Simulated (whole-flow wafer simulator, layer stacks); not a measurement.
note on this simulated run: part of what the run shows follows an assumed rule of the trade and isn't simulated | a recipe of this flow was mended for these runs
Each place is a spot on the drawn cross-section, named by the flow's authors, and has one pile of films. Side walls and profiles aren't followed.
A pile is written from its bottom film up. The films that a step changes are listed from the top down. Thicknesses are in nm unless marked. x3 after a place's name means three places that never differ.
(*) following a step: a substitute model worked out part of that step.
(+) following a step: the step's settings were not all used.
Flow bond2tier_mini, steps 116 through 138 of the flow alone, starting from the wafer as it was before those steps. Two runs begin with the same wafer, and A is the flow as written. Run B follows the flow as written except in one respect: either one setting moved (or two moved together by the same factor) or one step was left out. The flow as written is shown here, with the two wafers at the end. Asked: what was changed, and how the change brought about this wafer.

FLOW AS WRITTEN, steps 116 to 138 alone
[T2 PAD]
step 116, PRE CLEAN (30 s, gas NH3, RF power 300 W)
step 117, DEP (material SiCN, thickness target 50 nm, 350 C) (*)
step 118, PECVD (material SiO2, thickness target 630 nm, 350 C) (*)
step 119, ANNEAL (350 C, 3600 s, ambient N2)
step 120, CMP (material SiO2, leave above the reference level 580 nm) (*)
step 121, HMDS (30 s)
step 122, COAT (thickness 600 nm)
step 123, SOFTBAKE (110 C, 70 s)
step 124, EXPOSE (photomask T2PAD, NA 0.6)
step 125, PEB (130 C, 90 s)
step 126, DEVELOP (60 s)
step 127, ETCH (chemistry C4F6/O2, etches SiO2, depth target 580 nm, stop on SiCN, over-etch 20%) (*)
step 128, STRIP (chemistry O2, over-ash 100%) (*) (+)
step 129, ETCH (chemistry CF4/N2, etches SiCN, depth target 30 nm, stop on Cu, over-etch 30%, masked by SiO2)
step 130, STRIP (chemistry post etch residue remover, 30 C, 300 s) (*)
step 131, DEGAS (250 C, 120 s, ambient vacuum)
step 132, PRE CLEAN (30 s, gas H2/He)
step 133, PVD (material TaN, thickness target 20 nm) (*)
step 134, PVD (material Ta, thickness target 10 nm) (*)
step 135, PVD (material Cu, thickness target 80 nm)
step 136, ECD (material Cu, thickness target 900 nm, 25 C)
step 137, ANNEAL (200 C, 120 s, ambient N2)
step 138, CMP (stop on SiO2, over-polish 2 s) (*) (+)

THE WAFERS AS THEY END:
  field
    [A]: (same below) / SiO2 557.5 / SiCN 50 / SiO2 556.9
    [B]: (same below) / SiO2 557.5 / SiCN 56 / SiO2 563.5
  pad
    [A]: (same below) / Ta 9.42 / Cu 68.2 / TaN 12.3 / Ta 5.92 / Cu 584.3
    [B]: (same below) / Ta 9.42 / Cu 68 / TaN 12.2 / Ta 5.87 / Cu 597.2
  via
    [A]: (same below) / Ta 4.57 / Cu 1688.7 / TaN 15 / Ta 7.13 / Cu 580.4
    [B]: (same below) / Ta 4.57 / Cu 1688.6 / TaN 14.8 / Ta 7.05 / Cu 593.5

Cause: step 117, DEP: thickness target 56 nm was run, while the flow as written has thickness target 50 nm; step 127, ETCH: depth target 649.6 nm was run, where the flow has depth target 580 nm.
The wafer lets one read it off: field has SiCN 56, and step 117 as written asks for 50 nm.

The path from the change to this, step by step:
  step 117, DEP (material SiCN, thickness target 50 nm, 350 C) (*)
      field, pad, via: A SiCN gains 50 (new film) | B SiCN gains 56 (new film)
  step 127, ETCH (chemistry C4F6/O2, etches SiO2, depth target 580 nm, stop on SiCN, over-etch 20%) (*)
      pad, via: A SiO2 loses 580 (all of it), SiCN loses 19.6 | B SiO2 loses 580 (all of it), SiCN loses 33.6
      field: A thick-KrF-resist loses 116 | B thick-KrF-resist loses 129.9
  step 128, STRIP (chemistry O2, over-ash 100%) (*) (+)
      field: A thick-KrF-resist loses 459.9 (all of it) | B thick-KrF-resist loses 446 (all of it)
  step 129, ETCH (chemistry CF4/N2, etches SiCN, depth target 30 nm, stop on Cu, over-etch 30%, masked by SiO2)
      pad, via: A SiCN loses 30.4 (all of it), Cu loses 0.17 | B SiCN loses 22.4 (all of it), Cu loses 0.33
      field: A SiO2 loses 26 | B SiO2 loses 19.4
